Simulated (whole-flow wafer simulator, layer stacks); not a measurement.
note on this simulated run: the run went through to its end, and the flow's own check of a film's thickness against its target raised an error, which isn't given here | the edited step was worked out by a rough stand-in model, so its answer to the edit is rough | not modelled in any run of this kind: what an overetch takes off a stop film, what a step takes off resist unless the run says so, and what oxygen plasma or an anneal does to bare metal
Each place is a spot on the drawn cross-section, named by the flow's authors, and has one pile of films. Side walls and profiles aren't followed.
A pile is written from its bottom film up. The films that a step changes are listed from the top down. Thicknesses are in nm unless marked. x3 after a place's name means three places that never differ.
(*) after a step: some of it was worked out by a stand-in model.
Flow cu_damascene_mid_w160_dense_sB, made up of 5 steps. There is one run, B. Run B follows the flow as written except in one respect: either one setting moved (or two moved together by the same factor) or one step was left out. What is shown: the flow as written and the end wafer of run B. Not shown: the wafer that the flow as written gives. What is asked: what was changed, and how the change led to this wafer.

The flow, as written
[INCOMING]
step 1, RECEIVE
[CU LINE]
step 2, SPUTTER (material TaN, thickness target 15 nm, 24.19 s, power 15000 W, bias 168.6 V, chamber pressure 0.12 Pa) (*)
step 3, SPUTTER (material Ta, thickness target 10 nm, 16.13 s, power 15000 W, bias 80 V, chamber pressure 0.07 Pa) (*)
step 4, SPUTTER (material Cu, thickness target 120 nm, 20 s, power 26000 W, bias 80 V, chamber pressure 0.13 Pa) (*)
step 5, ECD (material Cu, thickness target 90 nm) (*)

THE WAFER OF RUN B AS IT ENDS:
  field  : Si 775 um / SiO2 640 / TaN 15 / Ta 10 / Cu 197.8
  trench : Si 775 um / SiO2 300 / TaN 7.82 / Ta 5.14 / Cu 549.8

What caused this: step 5, ECD: thickness target 77.8 nm was run, though the flow has thickness target 90 nm.

The path from the change to this, step by step:
  step 5, ECD (material Cu, thickness target 90 nm) (*)
      field: +77.8 Cu (it would be, as written: +90 Cu)
      trench: +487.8 Cu (it would be, as written: +500 Cu)
